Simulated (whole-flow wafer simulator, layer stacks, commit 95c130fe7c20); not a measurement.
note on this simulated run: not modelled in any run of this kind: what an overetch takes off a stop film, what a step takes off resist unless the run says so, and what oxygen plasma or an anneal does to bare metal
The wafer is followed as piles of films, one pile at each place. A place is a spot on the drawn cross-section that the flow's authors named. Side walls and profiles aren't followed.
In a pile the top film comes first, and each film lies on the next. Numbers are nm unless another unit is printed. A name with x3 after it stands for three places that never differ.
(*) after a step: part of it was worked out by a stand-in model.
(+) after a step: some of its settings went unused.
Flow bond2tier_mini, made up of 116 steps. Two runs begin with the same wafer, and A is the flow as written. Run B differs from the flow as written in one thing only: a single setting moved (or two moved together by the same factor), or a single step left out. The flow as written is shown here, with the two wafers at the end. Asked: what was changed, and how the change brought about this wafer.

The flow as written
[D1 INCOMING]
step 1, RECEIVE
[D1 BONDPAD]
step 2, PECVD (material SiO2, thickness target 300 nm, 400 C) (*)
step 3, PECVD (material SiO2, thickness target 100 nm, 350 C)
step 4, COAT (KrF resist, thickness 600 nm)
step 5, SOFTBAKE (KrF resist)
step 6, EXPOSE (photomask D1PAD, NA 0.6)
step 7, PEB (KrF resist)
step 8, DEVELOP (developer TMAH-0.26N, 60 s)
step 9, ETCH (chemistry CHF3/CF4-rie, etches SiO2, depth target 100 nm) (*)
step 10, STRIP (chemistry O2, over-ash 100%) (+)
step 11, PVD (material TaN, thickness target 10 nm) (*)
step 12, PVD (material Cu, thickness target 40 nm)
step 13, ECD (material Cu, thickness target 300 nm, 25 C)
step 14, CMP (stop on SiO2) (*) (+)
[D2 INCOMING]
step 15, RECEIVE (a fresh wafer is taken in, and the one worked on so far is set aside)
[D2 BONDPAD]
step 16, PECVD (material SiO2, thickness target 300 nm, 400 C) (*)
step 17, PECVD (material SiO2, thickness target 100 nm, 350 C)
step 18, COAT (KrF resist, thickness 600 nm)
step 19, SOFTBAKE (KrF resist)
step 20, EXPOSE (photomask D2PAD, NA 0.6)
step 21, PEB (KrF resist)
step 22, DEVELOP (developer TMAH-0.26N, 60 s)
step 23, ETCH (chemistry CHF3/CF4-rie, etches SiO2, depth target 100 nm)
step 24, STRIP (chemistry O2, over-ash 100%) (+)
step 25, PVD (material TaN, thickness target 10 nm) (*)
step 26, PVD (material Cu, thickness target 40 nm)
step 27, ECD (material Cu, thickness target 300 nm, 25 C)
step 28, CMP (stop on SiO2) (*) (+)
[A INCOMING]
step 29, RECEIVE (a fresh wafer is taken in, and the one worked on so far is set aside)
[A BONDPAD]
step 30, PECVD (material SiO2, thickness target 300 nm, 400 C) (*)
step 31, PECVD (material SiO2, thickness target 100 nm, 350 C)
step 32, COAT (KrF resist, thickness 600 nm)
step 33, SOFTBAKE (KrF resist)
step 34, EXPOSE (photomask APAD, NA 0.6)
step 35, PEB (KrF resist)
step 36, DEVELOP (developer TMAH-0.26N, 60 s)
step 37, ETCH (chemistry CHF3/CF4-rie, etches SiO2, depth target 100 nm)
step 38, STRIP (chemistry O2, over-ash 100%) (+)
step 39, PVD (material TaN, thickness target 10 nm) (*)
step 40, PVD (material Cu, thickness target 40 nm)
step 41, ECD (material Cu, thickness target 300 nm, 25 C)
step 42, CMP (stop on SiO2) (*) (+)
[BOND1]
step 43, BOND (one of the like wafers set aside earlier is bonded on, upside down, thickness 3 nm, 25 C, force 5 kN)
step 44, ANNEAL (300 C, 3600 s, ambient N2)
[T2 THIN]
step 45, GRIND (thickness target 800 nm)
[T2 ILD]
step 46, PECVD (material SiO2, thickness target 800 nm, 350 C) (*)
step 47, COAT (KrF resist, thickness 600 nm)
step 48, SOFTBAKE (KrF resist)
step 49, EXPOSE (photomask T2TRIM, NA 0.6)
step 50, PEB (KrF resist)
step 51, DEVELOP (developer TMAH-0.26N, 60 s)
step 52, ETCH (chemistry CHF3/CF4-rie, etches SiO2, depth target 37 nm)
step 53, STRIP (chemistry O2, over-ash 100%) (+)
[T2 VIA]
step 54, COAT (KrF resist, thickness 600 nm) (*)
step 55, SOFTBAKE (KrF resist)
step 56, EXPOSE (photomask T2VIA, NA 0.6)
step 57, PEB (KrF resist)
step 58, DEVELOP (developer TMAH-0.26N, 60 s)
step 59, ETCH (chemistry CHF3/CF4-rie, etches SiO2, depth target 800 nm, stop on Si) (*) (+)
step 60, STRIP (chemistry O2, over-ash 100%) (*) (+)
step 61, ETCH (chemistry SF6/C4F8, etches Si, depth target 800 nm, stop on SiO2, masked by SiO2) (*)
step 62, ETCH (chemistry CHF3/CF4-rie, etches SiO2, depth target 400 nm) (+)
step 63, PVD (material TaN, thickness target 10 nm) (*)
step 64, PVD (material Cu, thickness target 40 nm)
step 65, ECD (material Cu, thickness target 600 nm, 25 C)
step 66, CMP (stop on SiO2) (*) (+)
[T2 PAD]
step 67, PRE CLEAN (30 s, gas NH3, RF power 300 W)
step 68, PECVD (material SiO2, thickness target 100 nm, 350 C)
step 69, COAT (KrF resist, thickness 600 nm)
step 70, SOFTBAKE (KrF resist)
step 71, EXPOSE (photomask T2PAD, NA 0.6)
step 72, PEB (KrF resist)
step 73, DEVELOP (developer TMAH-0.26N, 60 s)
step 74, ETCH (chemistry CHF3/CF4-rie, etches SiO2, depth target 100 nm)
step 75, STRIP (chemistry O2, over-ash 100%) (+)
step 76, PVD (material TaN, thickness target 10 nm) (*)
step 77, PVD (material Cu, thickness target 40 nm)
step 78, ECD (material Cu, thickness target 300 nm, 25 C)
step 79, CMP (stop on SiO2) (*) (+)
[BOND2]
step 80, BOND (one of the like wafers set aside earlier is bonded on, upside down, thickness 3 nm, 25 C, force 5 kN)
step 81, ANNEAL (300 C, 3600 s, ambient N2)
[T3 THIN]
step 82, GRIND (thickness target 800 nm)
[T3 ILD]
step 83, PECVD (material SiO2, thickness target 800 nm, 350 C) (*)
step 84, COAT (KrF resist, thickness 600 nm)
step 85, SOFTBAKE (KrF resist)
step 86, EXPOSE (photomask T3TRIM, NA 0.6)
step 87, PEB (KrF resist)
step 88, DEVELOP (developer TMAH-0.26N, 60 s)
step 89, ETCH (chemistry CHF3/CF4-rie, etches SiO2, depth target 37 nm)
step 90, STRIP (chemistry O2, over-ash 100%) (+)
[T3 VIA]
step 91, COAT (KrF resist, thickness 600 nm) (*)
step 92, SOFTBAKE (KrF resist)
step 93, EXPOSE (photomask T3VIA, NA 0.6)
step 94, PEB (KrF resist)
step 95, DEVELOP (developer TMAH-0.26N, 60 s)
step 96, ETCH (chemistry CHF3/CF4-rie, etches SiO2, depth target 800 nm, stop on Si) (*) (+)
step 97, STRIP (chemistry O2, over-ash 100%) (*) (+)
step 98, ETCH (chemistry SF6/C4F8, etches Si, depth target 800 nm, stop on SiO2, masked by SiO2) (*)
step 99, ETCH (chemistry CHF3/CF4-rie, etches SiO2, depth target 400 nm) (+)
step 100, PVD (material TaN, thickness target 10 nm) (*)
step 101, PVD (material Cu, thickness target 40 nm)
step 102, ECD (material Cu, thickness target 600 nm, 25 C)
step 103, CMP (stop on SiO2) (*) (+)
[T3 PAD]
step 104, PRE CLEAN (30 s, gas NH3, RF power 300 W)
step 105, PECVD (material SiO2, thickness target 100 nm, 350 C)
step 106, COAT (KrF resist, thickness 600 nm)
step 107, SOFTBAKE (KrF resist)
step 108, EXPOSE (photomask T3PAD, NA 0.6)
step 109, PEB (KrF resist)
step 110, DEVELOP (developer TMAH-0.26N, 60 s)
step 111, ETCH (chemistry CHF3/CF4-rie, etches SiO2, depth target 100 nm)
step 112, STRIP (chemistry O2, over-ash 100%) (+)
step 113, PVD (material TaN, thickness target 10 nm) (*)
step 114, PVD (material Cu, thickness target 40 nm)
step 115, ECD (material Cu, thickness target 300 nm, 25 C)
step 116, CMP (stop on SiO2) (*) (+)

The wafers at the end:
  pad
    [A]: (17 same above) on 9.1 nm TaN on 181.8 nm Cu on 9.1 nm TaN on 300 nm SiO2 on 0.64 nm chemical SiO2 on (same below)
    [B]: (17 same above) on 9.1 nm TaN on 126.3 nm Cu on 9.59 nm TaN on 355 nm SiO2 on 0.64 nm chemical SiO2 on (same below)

Cause: step 37, ETCH: depth target 45 nm was run, while the flow as written has depth target 100 nm.

How this came from the change, step by step:
  step 37, ETCH (chemistry CHF3/CF4-rie, etches SiO2, depth target 100 nm)
      pad, via: A -100 SiO2 | B -45 SiO2
      field: A -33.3 KrF resist | B -15 KrF resist
  step 38, STRIP (chemistry O2, over-ash 100%) (+)
      field: A -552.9 KrF resist (all of it) | B -571.3 KrF resist (all of it)
  step 40, PVD (material Cu, thickness target 40 nm)
      pad: A +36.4 Cu (new film) | B +38.4 Cu (new film)
  step 41, ECD (material Cu, thickness target 300 nm, 25 C)
      pad: A +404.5 Cu | B +347 Cu
      via: A +400.2 Cu | B +345 Cu
